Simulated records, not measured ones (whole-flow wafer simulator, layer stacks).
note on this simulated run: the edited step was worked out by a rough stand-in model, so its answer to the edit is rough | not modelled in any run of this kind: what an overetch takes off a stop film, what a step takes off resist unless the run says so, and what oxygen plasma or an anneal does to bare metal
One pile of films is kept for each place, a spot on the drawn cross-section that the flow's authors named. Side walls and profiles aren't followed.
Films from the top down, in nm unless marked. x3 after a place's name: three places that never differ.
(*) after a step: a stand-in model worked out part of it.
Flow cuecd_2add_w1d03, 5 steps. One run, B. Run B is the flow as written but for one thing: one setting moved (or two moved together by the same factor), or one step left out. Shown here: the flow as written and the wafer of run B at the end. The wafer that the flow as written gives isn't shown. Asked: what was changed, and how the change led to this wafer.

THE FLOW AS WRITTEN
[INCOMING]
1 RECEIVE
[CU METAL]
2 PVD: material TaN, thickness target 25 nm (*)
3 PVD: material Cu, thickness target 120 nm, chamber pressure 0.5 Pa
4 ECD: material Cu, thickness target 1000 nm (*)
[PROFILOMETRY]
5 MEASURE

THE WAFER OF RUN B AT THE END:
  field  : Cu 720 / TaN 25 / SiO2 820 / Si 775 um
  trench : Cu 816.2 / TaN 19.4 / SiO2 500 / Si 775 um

The cause: step 4, ECD: thickness target 600 nm was run, where the flow has thickness target 1000 nm.

How the change led to this, step by step:
  4 ECD: material Cu, thickness target 1000 nm (*)
      field: Cu +600 (as written it would be: Cu +1000)
      trench: Cu +722.7 (as written it would be: Cu +1226.8)
